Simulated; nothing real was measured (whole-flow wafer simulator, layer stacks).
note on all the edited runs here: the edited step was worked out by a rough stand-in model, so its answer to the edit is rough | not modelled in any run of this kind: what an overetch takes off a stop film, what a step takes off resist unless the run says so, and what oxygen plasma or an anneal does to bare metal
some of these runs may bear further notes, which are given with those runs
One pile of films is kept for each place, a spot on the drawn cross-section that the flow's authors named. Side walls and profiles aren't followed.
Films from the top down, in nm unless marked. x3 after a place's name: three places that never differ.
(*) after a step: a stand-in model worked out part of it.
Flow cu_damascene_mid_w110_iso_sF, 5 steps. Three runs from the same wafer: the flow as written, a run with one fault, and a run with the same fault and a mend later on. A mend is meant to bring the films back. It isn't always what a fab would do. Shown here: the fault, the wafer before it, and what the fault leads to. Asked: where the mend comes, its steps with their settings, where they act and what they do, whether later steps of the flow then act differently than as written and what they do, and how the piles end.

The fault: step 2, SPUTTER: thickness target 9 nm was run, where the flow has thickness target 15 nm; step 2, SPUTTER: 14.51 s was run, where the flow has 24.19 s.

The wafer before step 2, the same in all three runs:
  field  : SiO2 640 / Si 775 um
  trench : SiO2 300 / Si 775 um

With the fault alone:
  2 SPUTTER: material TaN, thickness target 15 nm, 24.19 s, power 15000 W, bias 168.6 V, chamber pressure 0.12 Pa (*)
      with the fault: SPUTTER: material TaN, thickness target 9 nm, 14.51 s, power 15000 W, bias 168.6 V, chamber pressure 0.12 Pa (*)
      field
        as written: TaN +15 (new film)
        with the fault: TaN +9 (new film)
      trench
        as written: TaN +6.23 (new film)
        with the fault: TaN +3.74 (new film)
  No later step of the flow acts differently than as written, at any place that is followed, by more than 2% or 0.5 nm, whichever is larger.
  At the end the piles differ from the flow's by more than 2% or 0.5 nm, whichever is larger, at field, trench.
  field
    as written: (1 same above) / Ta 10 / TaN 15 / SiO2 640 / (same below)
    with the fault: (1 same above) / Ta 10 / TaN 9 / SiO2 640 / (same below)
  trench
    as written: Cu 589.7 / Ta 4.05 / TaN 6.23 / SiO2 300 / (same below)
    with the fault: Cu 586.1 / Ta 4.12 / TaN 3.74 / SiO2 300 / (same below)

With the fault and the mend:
  The mend comes after step 2.
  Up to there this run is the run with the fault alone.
  2a SPUTTER: material TaN, thickness target 6 nm, 9.676 s, power 15000 W, bias 168.6 V, chamber pressure 0.12 Pa (*) (the flow's step 2 once more, with other settings)
      field
        TaN +6
      trench
        TaN +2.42
  No later step of the flow acts differently than as written, at any place that is followed, by more than 2% or 0.5 nm, whichever is larger.
  At the end the piles differ from the flow's only slightly at the places that both follow, by at most 2% or 0.5 nm, whichever is larger.
